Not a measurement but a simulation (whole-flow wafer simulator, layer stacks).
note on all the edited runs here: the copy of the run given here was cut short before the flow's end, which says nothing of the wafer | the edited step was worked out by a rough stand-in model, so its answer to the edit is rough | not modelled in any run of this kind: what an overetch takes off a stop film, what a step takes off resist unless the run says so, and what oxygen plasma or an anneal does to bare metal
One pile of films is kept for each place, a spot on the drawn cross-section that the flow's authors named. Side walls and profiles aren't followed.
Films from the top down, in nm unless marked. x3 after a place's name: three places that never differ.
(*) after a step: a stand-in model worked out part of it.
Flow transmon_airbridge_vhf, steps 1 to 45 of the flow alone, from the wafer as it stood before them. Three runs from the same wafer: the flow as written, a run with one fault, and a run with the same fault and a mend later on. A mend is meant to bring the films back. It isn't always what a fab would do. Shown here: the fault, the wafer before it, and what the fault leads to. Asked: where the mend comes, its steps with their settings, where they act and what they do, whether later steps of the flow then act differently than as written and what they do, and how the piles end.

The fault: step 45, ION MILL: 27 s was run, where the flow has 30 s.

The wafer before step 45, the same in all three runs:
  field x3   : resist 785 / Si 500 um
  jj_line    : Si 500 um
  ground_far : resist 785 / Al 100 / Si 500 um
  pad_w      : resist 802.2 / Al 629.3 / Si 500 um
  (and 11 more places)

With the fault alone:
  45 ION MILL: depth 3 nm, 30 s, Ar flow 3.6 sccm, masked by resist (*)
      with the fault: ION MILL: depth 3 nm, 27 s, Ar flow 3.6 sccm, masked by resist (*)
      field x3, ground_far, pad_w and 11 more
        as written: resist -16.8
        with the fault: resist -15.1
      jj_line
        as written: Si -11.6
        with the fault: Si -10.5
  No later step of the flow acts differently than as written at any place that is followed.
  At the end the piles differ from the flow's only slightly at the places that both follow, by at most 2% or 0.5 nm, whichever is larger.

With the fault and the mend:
  The mend comes after step 45.
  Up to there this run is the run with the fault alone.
  45a ION MILL: depth 3 nm, 3 s, Ar flow 3.6 sccm, masked by resist (*) (the flow's step 45 once more, with other settings)
      field x3, ground_far, pad_w and 11 more
        resist -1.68
      jj_line
        Si -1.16
  No later step of the flow acts differently than as written at any place that is followed.
  At the end the piles are the same as the flow's at every place that both follow.
